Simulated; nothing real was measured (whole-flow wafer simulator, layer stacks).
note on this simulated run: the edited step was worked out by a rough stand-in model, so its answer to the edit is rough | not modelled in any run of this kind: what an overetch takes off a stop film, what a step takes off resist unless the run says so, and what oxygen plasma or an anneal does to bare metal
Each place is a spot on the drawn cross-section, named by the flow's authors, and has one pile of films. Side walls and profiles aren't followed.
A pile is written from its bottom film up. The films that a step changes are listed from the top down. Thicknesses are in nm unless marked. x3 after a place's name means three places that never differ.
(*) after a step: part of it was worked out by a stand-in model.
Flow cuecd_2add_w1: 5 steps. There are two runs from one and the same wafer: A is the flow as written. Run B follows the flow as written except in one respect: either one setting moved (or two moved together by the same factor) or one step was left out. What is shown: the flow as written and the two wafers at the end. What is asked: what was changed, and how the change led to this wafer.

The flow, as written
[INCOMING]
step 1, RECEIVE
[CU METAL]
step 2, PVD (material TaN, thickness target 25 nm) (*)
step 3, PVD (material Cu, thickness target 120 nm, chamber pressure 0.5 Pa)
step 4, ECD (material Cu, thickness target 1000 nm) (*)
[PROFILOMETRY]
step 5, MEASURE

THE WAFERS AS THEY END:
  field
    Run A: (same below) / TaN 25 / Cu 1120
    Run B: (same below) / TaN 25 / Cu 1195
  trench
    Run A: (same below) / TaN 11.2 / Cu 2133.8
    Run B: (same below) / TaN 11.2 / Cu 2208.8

What caused this: step 4, ECD: thickness target 1075 nm was run, whereas the flow has thickness target 1000 nm.

Step by step, how the change led to this:
  step 4, ECD (material Cu, thickness target 1000 nm) (*)
      field: A Cu gains 1000 | B Cu gains 1075
      trench: A Cu gains 2080.2 | B Cu gains 2155.2
